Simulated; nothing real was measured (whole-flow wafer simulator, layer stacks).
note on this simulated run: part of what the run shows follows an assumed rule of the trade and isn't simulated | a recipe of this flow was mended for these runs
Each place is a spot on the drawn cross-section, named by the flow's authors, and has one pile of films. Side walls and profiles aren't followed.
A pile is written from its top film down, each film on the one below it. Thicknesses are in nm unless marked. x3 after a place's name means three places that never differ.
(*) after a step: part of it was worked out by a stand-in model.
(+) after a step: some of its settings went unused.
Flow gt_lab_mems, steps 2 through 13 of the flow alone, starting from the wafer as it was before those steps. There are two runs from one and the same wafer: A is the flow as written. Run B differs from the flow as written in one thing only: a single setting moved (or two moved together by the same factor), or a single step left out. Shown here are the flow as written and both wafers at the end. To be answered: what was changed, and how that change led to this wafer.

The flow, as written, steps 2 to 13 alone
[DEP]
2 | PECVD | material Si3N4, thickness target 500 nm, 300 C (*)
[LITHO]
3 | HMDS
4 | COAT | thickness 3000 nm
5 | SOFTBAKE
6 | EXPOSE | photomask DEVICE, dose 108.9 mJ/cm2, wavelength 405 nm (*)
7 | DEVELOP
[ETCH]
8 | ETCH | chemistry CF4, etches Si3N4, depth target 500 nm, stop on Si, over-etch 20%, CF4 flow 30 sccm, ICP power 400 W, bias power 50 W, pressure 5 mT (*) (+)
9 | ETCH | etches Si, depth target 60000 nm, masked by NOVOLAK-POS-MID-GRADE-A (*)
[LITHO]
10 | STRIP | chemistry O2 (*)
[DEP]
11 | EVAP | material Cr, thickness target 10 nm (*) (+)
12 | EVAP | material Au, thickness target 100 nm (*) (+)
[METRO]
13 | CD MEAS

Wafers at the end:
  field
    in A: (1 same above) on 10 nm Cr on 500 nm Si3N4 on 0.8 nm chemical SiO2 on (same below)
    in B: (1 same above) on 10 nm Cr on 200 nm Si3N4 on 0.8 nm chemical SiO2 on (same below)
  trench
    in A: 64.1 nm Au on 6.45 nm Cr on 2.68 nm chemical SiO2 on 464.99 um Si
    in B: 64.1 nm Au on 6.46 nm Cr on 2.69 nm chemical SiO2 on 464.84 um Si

The reason: step 2, PECVD: thickness target 200 nm was run, while the flow as written has thickness target 500 nm.
The wafer itself shows it: field has Si3N4 200, and step 2 as written asks for 500 nm.

The path from the change to this, step by step:
  2 | PECVD | material Si3N4, thickness target 500 nm, 300 C (*)
      field, trench: A +500 Si3N4 (new film) | B +200 Si3N4 (new film)
  8 | ETCH | chemistry CF4, etches Si3N4, depth target 500 nm, stop on Si, over-etch 20%, CF4 flow 30 sccm, ICP power 400 W, bias power 50 W, pressure 5 mT (*) (+)
      field: A -400 g/i-line-resist | B -160.6 g/i-line-resist
      trench: A -500 Si3N4 (all of it), -0.8 chemical SiO2 (all of it), -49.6 Si | B -200 Si3N4 (all of it), -0.8 chemical SiO2 (all of it), -199.6 Si
  10 | STRIP | chemistry O2 (*)
      field: A -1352 g/i-line-resist (all of it) | B -1591.3 g/i-line-resist (all of it)
